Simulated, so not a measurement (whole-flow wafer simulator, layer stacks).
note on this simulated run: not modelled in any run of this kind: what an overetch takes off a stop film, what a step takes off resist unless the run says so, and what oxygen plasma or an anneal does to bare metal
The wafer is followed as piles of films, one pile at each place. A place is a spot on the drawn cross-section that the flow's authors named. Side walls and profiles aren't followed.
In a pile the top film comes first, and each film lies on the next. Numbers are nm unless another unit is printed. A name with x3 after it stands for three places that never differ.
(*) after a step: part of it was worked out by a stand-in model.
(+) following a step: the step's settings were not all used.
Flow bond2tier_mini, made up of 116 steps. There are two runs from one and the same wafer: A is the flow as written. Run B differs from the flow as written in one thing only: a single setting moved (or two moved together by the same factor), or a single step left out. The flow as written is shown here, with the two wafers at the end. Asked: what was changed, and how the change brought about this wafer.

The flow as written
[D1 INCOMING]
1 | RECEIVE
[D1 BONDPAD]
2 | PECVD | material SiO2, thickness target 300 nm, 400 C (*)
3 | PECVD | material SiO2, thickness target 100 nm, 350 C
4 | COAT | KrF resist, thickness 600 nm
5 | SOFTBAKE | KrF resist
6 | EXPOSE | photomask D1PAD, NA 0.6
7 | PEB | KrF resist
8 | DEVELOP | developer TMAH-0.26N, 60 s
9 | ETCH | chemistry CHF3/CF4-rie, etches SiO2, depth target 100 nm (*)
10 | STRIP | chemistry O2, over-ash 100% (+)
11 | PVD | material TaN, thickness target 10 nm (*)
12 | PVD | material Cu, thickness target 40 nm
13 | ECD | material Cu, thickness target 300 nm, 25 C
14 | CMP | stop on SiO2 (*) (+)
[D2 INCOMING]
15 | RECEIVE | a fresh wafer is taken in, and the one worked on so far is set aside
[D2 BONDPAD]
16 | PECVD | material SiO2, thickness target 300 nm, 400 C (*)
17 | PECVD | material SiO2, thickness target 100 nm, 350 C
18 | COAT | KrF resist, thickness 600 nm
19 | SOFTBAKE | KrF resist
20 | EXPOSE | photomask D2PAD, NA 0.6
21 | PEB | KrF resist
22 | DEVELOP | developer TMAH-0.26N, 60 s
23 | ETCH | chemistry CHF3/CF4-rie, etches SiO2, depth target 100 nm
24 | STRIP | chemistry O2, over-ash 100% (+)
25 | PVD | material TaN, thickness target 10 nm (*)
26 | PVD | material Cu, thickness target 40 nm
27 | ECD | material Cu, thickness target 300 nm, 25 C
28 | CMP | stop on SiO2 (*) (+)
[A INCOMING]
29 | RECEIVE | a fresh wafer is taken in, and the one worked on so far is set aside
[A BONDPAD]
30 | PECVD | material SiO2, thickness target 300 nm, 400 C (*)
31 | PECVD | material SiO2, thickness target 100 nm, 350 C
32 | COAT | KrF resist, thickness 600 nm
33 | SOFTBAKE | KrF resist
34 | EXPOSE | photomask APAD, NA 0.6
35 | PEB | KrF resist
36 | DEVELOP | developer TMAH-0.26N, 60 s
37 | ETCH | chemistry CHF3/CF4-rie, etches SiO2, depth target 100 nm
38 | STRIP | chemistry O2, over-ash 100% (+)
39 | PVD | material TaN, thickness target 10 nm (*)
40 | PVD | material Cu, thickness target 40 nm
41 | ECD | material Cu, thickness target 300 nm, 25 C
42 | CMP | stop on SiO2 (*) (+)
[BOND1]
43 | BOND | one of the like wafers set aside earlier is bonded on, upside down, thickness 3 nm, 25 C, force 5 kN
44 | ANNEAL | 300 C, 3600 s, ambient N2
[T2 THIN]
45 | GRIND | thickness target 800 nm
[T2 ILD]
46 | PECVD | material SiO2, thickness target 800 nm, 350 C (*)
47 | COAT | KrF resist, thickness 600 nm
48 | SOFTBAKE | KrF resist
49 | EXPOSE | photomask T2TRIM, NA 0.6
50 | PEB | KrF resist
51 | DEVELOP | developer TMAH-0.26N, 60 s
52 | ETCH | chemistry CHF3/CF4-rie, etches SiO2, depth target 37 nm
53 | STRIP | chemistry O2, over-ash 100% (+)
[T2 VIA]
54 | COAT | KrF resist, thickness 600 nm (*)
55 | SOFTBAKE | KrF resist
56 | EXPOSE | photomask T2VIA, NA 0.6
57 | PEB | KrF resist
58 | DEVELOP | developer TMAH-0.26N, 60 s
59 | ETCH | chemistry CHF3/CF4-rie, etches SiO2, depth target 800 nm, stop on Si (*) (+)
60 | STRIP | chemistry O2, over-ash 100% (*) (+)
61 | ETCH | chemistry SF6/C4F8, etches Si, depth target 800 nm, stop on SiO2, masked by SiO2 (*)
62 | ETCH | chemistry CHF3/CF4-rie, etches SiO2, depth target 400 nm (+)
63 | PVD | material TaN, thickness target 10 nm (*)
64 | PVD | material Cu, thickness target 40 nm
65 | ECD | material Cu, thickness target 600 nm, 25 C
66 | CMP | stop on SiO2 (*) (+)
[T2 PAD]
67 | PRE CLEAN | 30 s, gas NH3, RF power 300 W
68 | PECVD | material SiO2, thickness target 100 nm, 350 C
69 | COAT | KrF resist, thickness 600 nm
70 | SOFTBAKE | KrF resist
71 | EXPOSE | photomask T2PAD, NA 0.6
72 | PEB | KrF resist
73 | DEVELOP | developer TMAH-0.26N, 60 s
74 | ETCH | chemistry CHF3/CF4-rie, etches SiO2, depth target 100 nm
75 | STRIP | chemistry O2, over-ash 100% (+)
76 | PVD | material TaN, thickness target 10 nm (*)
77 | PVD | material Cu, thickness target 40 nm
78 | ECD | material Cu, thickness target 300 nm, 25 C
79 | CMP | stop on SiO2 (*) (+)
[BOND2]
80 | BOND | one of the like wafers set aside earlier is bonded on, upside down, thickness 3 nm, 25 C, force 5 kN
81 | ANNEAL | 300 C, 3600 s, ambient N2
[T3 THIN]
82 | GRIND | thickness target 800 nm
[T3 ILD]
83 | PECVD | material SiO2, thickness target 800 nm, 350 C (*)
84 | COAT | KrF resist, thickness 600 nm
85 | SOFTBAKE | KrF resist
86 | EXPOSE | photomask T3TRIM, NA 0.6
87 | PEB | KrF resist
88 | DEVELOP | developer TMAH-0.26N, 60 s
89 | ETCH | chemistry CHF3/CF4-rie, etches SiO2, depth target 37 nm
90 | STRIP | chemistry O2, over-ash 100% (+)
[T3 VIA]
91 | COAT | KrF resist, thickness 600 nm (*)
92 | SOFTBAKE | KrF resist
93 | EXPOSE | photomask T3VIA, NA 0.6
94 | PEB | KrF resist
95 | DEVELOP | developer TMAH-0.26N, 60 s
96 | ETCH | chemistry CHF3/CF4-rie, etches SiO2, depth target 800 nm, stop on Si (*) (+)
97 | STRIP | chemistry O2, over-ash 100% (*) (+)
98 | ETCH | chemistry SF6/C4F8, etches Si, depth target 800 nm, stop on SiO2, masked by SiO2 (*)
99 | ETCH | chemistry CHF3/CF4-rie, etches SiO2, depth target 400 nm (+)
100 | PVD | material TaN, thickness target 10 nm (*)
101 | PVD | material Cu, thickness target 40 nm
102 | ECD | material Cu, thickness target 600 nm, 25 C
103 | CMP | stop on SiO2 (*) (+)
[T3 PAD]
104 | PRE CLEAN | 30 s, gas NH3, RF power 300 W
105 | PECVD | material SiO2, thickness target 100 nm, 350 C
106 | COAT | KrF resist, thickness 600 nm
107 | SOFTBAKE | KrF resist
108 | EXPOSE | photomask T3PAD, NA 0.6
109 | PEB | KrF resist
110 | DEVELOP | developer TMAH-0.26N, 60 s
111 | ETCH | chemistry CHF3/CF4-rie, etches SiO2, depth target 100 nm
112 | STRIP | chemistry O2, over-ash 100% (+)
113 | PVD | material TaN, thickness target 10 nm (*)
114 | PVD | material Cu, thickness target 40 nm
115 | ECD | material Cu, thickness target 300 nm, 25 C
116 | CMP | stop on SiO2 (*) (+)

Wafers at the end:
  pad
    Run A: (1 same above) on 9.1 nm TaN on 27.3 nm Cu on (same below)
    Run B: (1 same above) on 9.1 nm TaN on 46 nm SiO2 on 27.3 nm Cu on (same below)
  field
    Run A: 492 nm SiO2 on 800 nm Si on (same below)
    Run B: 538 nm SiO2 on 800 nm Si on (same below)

The reason: step 105, PECVD: thickness target 146 nm was run, whereas the flow has thickness target 100 nm.

Step by step, how the change led to this:
  105 | PECVD | material SiO2, thickness target 100 nm, 350 C
      field: A SiO2 gains 100 | B SiO2 gains 146
      pad: A SiO2 gains 100 (new film) | B SiO2 gains 146 (new film)
  111 | ETCH | chemistry CHF3/CF4-rie, etches SiO2, depth target 100 nm
      pad: A SiO2 loses 100 (all of it) | B SiO2 loses 100
If metal films that touch count as one body, pad has 4 bodies (between them, from the top down: SiO2 46; SiO2 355 / Si 800 / chemical SiO2 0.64 / SiO2 300; SiO2 355 / Si 800 / chemical SiO2 0.64 / SiO2 300); the flow as written gives 3 bodies (between them, from the top down: SiO2 355 / Si 800 / chemical SiO2 0.64 / SiO2 300; SiO2 355 / Si 800 / chemical SiO2 0.64 / SiO2 300).
